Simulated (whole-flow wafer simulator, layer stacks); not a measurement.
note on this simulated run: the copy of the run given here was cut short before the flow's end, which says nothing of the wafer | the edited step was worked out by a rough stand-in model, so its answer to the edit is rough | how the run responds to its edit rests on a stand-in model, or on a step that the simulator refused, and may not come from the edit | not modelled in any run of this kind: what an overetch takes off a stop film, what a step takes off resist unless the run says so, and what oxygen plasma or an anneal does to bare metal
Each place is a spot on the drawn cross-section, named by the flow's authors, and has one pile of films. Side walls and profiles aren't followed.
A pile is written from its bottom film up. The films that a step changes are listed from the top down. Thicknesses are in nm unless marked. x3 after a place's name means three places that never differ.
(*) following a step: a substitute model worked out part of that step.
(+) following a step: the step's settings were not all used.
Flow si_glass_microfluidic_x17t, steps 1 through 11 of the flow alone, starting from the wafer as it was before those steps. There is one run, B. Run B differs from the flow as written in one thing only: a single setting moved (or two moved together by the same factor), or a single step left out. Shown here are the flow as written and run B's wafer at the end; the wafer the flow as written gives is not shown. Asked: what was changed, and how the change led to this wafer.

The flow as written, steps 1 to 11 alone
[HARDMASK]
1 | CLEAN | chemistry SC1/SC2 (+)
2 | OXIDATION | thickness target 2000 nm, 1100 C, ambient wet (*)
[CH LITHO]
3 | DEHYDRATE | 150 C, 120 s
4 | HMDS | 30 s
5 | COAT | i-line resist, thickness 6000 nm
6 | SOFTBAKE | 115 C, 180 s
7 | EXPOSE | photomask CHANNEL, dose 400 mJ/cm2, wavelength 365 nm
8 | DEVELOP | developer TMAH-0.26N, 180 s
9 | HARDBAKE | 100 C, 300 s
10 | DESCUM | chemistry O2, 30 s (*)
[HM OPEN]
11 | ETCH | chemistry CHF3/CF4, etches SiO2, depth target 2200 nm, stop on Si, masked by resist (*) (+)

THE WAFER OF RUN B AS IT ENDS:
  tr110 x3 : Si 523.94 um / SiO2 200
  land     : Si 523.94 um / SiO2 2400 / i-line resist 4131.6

What caused this: step 2, OXIDATION: thickness target 2400 nm was run, while the flow as written has thickness target 2000 nm.
One can read it off the wafer: land has SiO2 2400, and step 2 as written asks for 2000 nm.

How this came from the change, step by step:
  2 | OXIDATION | thickness target 2000 nm, 1100 C, ambient wet (*)
      land, tr110 x3: SiO2 gains 2400 (new film), chemical SiO2 loses 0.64 (all of it), Si loses 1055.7 (in the flow as written it would be: SiO2 gains 2000 (new film), chemical SiO2 loses 0.64 (all of it), Si loses 879.7)
  11 | ETCH | chemistry CHF3/CF4, etches SiO2, depth target 2200 nm, stop on Si, masked by resist (*) (+)
      tr110 x3: SiO2 loses 2200 (in the flow as written it would be: SiO2 loses 2000 (all of it))
